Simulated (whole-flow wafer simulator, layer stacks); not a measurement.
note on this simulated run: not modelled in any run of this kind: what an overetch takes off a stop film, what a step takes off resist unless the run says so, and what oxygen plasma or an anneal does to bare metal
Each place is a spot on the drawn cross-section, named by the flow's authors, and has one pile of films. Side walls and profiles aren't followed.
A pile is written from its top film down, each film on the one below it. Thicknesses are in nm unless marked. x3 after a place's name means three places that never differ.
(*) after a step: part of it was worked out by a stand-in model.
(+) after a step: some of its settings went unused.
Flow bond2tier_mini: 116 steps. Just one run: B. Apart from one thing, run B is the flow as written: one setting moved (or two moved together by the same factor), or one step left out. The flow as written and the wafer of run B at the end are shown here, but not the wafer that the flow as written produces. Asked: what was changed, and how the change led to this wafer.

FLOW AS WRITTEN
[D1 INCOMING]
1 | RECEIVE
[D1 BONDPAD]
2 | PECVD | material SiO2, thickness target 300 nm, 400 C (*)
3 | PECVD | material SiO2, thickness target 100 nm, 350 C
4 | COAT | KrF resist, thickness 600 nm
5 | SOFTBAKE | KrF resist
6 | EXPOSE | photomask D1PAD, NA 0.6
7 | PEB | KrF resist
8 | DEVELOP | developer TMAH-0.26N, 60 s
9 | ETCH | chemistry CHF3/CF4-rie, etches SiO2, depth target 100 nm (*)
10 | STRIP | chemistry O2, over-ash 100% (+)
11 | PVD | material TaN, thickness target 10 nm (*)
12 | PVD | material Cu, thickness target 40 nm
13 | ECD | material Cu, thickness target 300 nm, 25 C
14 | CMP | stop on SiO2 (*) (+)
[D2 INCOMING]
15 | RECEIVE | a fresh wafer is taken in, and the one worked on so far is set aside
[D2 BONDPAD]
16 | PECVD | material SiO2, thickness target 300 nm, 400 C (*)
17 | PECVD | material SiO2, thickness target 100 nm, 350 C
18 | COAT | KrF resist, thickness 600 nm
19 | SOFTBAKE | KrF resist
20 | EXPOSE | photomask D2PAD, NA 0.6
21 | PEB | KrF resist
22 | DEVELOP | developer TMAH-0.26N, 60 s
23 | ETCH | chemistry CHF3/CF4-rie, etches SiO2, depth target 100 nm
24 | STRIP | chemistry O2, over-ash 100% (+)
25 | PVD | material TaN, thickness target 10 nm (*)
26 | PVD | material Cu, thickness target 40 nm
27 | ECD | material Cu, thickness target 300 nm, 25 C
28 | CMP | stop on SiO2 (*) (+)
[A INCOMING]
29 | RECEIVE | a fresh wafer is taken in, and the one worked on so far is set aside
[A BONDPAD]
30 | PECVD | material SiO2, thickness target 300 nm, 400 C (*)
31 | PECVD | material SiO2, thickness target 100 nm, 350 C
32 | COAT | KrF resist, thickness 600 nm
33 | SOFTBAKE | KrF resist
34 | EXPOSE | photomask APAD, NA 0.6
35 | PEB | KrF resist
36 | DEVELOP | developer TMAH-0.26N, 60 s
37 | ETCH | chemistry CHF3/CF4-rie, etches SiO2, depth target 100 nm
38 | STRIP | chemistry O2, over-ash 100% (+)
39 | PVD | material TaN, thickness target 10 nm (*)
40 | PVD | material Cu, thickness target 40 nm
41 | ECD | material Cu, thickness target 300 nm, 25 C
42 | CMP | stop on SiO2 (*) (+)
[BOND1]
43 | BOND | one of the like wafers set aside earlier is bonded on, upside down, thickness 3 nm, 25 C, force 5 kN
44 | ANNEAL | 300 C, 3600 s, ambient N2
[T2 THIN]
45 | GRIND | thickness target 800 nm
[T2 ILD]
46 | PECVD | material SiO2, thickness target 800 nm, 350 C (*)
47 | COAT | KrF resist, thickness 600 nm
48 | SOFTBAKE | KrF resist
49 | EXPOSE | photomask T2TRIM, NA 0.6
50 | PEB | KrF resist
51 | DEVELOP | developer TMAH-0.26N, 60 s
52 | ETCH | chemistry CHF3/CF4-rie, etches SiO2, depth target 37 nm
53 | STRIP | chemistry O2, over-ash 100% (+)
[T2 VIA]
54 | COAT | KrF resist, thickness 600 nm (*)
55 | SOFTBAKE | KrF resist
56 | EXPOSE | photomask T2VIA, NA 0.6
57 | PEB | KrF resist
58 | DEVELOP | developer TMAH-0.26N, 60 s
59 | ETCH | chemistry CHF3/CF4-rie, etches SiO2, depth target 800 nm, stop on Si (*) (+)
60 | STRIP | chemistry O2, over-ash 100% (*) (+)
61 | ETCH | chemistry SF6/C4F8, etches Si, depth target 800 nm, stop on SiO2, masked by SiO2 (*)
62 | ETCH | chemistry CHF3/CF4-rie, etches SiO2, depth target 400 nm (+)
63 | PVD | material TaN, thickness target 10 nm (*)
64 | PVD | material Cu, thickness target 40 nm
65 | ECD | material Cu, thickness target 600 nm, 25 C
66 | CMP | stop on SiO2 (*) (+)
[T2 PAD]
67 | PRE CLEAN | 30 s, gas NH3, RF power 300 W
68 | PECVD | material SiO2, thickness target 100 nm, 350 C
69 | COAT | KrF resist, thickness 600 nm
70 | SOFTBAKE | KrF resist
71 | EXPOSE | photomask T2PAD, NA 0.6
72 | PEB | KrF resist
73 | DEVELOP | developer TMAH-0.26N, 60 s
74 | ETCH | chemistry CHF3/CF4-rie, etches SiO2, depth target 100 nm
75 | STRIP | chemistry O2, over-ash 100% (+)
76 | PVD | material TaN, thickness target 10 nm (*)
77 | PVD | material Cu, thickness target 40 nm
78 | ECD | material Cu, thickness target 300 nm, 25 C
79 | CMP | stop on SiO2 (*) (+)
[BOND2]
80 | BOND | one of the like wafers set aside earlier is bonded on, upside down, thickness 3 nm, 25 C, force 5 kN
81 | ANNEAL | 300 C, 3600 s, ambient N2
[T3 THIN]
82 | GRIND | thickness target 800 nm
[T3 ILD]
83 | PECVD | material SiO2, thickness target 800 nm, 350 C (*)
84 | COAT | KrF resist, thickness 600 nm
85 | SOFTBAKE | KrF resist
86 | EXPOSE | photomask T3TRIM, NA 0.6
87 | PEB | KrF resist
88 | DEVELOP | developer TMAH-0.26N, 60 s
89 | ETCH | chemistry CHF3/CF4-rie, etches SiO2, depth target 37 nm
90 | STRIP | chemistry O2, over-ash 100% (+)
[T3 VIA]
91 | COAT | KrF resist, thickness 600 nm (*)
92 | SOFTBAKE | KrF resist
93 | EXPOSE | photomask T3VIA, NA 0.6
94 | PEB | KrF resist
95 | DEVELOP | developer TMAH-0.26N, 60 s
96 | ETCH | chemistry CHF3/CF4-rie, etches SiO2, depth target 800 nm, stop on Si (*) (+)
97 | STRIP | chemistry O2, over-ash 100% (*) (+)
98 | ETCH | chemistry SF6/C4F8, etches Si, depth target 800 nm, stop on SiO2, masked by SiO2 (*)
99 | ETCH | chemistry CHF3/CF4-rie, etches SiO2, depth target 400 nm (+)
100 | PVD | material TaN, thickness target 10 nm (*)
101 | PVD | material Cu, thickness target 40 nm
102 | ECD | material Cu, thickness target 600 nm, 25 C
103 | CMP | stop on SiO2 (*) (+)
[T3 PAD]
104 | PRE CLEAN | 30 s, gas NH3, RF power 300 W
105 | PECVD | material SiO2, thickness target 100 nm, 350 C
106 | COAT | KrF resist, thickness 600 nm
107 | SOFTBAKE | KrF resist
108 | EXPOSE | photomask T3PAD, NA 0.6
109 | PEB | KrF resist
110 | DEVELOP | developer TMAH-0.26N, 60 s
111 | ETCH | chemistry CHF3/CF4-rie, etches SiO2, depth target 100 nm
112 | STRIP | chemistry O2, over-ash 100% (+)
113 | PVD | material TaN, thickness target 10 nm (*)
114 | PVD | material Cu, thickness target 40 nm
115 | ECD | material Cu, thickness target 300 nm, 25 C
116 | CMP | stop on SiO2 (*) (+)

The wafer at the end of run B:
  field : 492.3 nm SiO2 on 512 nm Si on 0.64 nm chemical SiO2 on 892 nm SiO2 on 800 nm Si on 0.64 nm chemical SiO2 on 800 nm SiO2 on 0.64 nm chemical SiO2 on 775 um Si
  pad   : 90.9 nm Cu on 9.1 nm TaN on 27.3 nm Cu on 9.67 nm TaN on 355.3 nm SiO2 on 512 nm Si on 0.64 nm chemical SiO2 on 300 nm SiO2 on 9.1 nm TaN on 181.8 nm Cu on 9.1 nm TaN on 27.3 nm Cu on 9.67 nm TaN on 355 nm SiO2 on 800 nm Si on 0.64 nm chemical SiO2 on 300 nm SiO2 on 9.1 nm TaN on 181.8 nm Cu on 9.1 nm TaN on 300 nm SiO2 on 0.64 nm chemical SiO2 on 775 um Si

What caused this: step 82, GRIND: thickness target 512 nm was run, whereas the flow has thickness target 800 nm.
One can read it off the wafer: field has Si 512, and step 82 as written asks for 800 nm.

How this came from the change, step by step:
  82 | GRIND | thickness target 800 nm
      field, pad: Si loses 774.49 um (in the flow as written it would be: Si loses 774.2 um)
